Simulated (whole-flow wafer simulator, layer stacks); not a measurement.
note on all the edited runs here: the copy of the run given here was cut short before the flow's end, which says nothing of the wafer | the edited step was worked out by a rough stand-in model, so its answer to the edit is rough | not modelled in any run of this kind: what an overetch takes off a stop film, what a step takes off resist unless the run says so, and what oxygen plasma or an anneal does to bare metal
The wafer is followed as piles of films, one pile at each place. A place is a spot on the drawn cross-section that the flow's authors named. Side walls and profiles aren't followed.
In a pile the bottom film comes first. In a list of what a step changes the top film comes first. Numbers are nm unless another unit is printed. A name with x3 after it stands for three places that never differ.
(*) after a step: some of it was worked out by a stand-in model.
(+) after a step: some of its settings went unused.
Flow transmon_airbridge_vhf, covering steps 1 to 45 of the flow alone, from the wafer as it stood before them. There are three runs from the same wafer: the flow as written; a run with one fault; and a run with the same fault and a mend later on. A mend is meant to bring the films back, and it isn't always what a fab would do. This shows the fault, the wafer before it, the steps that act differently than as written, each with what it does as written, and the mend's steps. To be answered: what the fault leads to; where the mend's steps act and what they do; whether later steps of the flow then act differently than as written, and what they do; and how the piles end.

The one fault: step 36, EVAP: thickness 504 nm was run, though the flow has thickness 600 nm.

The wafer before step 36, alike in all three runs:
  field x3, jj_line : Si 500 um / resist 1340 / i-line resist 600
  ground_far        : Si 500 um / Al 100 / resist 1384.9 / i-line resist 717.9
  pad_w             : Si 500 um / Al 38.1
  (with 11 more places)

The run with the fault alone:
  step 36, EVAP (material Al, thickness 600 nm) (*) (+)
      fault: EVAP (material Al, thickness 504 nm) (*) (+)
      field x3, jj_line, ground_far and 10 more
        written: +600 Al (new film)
        fault: +504 Al (new film)
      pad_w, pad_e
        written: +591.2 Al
        fault: +496.6 Al
  Later steps of the flow acting differently than as written:
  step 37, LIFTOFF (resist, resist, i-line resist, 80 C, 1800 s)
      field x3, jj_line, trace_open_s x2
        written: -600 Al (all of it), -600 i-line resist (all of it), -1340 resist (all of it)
        fault: -504 Al (all of it), -600 i-line resist (all of it), -1340 resist (all of it)
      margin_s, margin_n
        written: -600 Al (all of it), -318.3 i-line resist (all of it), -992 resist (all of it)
        fault: -504 Al (all of it), -318.3 i-line resist (all of it), -992 resist (all of it)
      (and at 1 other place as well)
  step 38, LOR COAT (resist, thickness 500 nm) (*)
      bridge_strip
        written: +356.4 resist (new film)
        fault: +367.2 resist (new film)
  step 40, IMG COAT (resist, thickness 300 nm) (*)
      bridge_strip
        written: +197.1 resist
        fault: +202.8 resist
  The piles end different from the flow's at pad_w, flank_w, gap_w, cpw_trace, gap_e, flank_e, pad_e, bridge_strip by more than 2% or 0.5 nm, whichever is larger.
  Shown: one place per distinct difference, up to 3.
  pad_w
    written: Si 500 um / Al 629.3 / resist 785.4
    fault: Si 500 um / Al 534.7 / resist 796.8
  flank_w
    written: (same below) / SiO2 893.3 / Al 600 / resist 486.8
    fault: (same below) / SiO2 893.3 / Al 504 / resist 492.3
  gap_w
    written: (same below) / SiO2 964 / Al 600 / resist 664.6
    fault: (same below) / SiO2 964 / Al 504 / resist 671.8

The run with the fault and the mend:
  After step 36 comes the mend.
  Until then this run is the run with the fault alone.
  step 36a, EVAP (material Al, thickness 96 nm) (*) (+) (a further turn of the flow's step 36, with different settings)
      field x3, jj_line, ground_far and 10 more
        +96 Al
      pad_w, pad_e
        +94.6 Al
  Later steps of the flow that are run all act as written at every place that is followed, up to a difference of at most 2% or 0.5 nm, whichever is larger.
  At the end the piles are close to the flow's at the places that both follow, differing by at most 2% or 0.5 nm, whichever is larger.
